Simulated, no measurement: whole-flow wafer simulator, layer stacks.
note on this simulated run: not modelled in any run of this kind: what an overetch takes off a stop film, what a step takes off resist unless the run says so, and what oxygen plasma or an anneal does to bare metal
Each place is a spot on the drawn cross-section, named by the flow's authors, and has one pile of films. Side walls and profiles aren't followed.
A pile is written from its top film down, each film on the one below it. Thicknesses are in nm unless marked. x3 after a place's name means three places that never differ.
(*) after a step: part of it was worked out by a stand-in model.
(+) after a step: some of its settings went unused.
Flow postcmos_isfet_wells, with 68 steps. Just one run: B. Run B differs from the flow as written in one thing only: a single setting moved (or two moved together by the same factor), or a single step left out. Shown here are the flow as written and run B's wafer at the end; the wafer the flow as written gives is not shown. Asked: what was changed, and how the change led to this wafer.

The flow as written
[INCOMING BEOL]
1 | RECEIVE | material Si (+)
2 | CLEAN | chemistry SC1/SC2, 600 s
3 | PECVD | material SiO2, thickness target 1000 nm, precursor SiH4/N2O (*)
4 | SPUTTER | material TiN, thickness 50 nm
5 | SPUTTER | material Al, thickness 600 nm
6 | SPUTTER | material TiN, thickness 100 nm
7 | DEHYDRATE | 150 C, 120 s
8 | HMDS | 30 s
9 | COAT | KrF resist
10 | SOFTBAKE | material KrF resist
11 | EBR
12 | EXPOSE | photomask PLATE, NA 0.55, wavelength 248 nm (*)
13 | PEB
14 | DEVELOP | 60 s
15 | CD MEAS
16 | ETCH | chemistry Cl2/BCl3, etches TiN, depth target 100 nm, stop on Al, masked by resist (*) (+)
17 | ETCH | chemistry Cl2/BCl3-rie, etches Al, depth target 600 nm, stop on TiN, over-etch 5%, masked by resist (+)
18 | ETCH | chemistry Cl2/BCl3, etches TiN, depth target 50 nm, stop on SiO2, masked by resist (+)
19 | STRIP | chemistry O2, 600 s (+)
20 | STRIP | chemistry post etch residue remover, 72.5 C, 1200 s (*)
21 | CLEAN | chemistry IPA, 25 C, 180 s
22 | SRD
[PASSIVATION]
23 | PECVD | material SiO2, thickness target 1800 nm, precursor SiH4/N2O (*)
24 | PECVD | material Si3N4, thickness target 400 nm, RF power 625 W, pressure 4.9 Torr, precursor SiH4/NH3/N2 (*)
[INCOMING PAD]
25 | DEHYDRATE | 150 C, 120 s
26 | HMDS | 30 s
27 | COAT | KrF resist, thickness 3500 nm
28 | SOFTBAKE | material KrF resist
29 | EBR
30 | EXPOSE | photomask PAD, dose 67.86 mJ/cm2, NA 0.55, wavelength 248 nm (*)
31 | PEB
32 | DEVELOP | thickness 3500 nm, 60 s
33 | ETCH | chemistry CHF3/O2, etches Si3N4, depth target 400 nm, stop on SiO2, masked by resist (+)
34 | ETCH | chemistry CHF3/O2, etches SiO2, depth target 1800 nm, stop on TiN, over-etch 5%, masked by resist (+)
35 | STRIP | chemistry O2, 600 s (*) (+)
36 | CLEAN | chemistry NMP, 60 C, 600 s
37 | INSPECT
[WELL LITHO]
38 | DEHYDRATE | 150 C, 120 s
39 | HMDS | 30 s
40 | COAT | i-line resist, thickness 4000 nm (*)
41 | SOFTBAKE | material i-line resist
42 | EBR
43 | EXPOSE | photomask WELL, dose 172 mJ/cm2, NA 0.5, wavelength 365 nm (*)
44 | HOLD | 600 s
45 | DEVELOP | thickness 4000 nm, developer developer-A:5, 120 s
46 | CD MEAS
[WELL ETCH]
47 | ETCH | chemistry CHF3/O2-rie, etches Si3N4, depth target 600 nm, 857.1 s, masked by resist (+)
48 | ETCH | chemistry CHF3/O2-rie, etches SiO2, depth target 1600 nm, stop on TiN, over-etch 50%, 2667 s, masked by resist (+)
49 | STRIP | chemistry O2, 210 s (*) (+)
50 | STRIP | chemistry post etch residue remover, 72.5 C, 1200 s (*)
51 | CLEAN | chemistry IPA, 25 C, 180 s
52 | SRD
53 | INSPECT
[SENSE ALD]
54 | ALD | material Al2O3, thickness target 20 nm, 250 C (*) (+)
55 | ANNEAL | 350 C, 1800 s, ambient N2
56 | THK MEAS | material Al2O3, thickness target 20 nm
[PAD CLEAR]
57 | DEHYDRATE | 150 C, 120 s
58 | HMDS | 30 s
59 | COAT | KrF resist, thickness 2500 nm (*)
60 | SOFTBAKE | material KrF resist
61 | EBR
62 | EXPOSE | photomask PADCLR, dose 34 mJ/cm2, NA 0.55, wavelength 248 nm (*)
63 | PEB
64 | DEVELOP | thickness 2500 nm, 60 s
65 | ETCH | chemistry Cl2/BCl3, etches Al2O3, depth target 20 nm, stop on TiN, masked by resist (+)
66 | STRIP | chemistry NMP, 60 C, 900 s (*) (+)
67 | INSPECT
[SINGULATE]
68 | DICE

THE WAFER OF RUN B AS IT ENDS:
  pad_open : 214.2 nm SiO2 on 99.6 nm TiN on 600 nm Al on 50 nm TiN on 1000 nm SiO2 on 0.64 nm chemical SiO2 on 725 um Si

The reason: step 33, ETCH: depth target 196 nm was run, whereas the flow has depth target 400 nm.

Step by step, how the change led to this:
  33 | ETCH | chemistry CHF3/O2, etches Si3N4, depth target 400 nm, stop on SiO2, masked by resist (+)
      pad_open: -196 Si3N4 (as written it would have been: -400 Si3N4 (all of it))
      field, margin, well900, well1300 x3, pad_rim, pad_clr: -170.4 KrF resist (as written it would have been: -347.8 KrF resist)
  34 | ETCH | chemistry CHF3/O2, etches SiO2, depth target 1800 nm, stop on TiN, over-etch 5%, masked by resist (+)
      pad_open: -204 Si3N4 (all of it), -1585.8 SiO2 (as written it would have been: -1800 SiO2 (all of it))
  35 | STRIP | chemistry O2, 600 s (*) (+)
      field, margin, well900, well1300 x3, pad_rim, pad_clr: -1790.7 KrF resist (all of it) (as written it would have been: -1613.3 KrF resist (all of it))
  40 | COAT | i-line resist, thickness 4000 nm (*)
      pad_clr: +3323.8 i-line resist (new film) (as written it would have been: +3256.8 i-line resist (new film))
  41 | SOFTBAKE | material i-line resist
      pad_clr: -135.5 i-line resist (as written it would have been: -156.7 i-line resist)
      pad_open: +105.8 i-line resist (as written it would have been: +115.3 i-line resist)
  49 | STRIP | chemistry O2, 210 s (*) (+)
      pad_clr: -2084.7 i-line resist (all of it) (as written it would have been: -1996.5 i-line resist (all of it))
      pad_open: -3729.9 i-line resist (all of it) (as written it would have been: -3816.3 i-line resist (all of it))
  59 | COAT | KrF resist, thickness 2500 nm (*)
      pad_rim: +2025.1 KrF resist (new film) (as written it would have been: +1976.4 KrF resist (new film))
      pad_clr: +1763.6 KrF resist (new film) (as written it would have been: +1691.6 KrF resist (new film))
  64 | DEVELOP | thickness 2500 nm, 60 s
      pad_clr: -1747.8 KrF resist (all of it) (as written it would have been: -1676 KrF resist (all of it))
  66 | STRIP | chemistry NMP, 60 C, 900 s (*) (+)
      pad_rim: -1972 KrF resist (all of it) (as written it would have been: -1923.7 KrF resist (all of it))
